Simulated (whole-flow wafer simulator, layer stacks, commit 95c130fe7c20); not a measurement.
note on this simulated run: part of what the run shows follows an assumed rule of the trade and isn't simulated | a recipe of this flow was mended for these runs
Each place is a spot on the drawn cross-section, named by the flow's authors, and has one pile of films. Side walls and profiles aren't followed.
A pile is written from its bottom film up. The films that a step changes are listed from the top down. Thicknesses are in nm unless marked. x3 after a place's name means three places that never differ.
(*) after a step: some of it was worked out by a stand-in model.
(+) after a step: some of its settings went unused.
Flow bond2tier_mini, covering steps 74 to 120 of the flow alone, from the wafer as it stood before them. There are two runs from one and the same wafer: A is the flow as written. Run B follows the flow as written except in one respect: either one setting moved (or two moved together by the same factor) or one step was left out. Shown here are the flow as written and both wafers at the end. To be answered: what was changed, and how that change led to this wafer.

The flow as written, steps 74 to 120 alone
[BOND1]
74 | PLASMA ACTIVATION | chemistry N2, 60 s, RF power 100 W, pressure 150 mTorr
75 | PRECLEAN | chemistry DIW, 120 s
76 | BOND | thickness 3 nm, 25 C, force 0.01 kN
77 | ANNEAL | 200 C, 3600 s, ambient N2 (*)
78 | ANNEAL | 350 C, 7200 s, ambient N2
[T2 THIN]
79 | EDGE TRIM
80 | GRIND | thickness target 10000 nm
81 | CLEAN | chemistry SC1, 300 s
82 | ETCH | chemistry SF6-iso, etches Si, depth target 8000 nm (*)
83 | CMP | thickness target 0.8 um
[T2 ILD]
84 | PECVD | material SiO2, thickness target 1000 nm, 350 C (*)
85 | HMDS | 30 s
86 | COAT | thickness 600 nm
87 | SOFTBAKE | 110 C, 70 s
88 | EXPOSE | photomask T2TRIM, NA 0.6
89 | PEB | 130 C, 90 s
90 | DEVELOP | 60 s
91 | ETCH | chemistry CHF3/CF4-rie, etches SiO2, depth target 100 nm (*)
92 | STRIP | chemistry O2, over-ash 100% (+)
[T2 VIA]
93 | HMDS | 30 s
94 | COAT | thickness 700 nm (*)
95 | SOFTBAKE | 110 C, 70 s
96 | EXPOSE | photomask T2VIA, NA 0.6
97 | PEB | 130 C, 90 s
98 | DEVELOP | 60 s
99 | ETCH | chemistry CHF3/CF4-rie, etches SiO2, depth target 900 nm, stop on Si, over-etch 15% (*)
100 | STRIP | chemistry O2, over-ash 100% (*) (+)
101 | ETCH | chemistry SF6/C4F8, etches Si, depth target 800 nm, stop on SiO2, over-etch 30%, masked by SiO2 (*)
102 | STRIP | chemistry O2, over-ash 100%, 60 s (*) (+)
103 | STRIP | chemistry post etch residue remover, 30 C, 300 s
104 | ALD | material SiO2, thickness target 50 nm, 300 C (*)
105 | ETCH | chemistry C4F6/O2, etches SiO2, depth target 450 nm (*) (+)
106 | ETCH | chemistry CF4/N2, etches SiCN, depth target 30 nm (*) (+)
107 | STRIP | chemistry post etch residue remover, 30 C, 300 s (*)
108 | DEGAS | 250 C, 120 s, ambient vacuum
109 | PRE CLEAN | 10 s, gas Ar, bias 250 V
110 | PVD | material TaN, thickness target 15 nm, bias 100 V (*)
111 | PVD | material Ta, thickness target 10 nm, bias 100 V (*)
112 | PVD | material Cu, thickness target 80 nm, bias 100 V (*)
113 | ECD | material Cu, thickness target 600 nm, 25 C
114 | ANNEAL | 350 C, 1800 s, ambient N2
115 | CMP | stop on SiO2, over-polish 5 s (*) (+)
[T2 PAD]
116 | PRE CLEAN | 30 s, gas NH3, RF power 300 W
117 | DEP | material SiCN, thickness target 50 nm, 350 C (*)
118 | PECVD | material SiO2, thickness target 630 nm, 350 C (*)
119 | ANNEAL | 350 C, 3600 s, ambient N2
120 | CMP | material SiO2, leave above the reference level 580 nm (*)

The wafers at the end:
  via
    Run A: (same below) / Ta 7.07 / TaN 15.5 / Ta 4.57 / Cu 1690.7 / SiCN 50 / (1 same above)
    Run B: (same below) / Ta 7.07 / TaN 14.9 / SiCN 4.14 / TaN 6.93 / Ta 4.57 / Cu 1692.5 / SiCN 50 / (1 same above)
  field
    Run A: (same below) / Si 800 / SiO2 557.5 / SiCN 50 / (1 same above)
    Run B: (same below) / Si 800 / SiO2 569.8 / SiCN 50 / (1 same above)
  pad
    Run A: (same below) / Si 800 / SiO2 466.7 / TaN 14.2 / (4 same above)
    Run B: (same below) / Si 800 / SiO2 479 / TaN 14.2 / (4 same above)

The reason: step 106, ETCH: depth target 11.6 nm was run, whereas the flow has depth target 30 nm.

The path from the change to this, step by step:
  106 | ETCH | chemistry CF4/N2, etches SiCN, depth target 30 nm (*) (+)
      via: A -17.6 SiCN (all of it), -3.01 TaN | B -11.6 SiCN
      field, pad: A -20 SiO2 | B -7.73 SiO2
  109 | PRE CLEAN | 10 s, gas Ar, bias 250 V
      via: A -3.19 TaN | B -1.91 SiCN
  110 | PVD | material TaN, thickness target 15 nm, bias 100 V (*)
      via: A +6.94 TaN | B +6.93 TaN (new film)
With metal films that touch counted as one body, via has 2 bodies (between them, from the top down: SiCN 4.14); the flow as written gives 1 body.
